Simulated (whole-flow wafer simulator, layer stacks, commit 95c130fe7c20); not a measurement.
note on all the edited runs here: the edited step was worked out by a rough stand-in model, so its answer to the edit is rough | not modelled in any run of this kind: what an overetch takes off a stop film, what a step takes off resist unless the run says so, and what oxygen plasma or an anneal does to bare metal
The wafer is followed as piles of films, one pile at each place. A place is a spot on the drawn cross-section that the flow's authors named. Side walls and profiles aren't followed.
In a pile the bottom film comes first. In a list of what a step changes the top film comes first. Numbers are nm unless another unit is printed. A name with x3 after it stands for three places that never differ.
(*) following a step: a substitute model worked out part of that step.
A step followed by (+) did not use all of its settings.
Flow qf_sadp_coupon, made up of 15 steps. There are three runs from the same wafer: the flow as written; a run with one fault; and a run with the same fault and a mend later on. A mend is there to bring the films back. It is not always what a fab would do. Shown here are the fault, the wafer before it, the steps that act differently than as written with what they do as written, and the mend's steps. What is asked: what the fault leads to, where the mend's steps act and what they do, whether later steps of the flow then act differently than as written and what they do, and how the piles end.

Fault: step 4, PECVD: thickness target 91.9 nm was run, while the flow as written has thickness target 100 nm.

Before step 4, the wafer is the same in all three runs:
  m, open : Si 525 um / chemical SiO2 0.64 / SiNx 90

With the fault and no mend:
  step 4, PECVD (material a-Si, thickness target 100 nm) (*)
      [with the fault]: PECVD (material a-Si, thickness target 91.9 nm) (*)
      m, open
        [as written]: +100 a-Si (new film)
        [with the fault]: +91.9 a-Si (new film)
  Steps later in the flow that act otherwise than as written:
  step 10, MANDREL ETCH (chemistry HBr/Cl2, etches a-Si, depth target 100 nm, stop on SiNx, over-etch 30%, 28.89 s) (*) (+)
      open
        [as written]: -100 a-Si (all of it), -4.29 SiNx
        [with the fault]: -91.9 a-Si (all of it), -5.44 SiNx
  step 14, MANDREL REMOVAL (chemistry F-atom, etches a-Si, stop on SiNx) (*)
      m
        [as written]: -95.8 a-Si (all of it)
        [with the fault]: -87.7 a-Si (all of it)
  The piles end only slightly different from the flow's at the places that both follow, by no more than 2% or 0.5 nm, whichever is larger.

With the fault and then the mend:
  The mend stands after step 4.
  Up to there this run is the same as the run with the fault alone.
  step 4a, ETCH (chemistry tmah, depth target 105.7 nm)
      m, open
        -91.9 a-Si (all of it)
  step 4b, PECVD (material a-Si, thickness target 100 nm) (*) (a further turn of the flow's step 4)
      m, open
        +100 a-Si (new film)
  Every later step of the flow that is run acts as written at every place that is followed.
  The piles end the same as the flow's at every place that both follow.
